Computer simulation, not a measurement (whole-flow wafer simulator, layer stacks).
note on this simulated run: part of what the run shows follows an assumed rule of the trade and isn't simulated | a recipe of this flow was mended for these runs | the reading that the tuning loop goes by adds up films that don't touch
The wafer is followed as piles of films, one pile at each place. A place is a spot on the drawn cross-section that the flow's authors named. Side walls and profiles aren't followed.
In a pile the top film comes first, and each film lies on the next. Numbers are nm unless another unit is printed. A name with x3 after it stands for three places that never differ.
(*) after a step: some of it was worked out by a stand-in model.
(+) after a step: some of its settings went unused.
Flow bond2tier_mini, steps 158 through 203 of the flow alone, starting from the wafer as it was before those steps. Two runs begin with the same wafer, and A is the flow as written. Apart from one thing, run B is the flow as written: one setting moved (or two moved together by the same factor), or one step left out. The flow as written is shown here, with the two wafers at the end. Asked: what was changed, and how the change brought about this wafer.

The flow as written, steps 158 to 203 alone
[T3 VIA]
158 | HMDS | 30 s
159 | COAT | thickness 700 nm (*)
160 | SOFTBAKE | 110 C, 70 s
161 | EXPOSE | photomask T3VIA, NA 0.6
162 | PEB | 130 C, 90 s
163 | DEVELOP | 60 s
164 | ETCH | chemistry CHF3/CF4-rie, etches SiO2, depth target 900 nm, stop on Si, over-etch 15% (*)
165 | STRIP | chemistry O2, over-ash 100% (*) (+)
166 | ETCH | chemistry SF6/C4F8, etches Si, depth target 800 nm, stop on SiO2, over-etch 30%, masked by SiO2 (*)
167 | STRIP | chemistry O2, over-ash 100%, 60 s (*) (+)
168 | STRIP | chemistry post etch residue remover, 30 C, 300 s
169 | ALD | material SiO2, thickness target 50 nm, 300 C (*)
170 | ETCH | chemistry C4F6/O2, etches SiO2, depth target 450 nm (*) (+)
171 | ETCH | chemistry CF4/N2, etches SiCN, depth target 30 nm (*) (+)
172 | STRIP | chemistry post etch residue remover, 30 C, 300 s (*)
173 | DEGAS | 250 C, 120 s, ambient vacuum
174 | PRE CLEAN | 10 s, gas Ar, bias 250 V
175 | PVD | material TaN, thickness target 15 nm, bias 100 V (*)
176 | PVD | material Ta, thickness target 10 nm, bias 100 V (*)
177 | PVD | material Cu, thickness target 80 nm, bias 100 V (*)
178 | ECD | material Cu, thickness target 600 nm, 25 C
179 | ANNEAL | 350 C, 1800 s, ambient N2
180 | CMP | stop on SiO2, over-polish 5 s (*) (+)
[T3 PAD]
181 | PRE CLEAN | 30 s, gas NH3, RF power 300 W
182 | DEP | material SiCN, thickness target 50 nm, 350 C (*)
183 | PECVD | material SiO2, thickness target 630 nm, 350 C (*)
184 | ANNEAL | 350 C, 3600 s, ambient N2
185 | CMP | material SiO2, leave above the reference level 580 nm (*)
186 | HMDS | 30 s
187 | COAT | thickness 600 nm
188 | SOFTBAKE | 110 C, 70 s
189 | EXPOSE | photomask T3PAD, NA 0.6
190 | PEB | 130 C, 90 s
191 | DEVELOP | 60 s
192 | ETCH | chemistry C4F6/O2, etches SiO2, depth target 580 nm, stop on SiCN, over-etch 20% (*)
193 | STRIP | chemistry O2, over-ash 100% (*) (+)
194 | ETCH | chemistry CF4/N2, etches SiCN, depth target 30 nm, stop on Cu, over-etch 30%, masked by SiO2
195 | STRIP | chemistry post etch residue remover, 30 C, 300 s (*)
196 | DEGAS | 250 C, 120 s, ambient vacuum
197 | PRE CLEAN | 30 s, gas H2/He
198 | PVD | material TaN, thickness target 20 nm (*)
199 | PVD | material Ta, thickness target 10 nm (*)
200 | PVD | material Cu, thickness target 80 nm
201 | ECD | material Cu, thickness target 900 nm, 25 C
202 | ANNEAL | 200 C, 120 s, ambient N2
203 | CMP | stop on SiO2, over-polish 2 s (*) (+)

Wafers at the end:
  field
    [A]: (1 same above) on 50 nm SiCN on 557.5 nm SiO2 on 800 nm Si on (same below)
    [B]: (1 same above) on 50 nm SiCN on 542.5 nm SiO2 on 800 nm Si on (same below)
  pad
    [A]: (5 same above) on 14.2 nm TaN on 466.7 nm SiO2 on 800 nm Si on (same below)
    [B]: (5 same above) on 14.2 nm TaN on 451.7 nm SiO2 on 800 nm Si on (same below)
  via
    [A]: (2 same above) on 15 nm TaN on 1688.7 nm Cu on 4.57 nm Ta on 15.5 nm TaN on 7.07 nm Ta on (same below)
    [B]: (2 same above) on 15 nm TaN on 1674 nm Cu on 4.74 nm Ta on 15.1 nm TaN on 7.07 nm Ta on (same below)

Cause: step 169, ALD: thickness target 35 nm was run, whereas the flow has thickness target 50 nm.

Step by step, how the change led to this:
  169 | ALD | material SiO2, thickness target 50 nm, 300 C (*)
      field, pad, via: A SiO2 gains 50 | B SiO2 gains 35
  170 | ETCH | chemistry C4F6/O2, etches SiO2, depth target 450 nm (*) (+)
      via: A SiO2 loses 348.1 (all of it), SiCN loses 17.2 | B SiO2 loses 333.1 (all of it), SiCN loses 19.7
  171 | ETCH | chemistry CF4/N2, etches SiCN, depth target 30 nm (*) (+)
      via: A SiCN loses 17.6 (all of it), TaN loses 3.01 | B SiCN loses 15.1 (all of it), TaN loses 3.63
  177 | PVD | material Cu, thickness target 80 nm, bias 100 V (*)
      via: A Cu gains 35 (new film) | B Cu gains 36.4 (new film)
